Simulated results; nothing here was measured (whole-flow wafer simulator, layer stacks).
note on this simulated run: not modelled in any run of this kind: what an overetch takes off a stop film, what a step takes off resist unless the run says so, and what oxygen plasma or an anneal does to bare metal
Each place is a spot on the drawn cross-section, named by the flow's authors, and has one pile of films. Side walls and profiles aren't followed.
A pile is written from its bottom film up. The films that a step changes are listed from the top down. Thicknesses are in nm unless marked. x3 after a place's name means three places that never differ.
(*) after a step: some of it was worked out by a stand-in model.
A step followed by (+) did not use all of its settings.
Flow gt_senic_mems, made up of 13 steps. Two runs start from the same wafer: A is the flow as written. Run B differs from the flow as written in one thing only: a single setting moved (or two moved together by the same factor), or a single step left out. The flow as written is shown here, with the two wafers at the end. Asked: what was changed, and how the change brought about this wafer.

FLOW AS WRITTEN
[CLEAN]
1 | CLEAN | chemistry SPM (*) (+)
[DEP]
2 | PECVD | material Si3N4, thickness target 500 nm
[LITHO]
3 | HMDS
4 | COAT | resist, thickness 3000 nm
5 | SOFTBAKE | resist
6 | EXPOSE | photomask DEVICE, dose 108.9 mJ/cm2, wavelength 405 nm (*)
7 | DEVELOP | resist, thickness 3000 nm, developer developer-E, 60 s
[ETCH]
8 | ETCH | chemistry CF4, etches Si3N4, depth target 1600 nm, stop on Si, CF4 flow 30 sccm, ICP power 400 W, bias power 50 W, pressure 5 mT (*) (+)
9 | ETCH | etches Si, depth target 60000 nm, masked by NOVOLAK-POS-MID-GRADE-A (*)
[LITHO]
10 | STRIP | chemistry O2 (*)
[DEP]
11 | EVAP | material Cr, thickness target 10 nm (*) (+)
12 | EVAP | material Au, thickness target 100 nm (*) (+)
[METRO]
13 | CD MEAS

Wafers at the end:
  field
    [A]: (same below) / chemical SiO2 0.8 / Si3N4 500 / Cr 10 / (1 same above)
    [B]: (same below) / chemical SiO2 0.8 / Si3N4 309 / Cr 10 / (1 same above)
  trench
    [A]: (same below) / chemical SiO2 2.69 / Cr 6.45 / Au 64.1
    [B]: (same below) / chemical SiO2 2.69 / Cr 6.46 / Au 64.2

Cause: step 2, PECVD: thickness target 309 nm was run, though the flow has thickness target 500 nm.
The wafer itself shows it: field has Si3N4 309, and step 2 as written asks for 500 nm.

How this came from the change, step by step:
  2 | PECVD | material Si3N4, thickness target 500 nm
      field, trench: A Si3N4 gains 500 (new film) | B Si3N4 gains 309 (new film)
  8 | ETCH | chemistry CF4, etches Si3N4, depth target 1600 nm, stop on Si, CF4 flow 30 sccm, ICP power 400 W, bias power 50 W, pressure 5 mT (*) (+)
      field: A resist loses 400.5 | B resist loses 273.2
      trench: A Si3N4 loses 500 (all of it), chemical SiO2 loses 0.8 (all of it) | B Si3N4 loses 309 (all of it), chemical SiO2 loses 0.8 (all of it)
  10 | STRIP | chemistry O2 (*)
      field: A resist loses 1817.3 (all of it) | B resist loses 1944.6 (all of it)
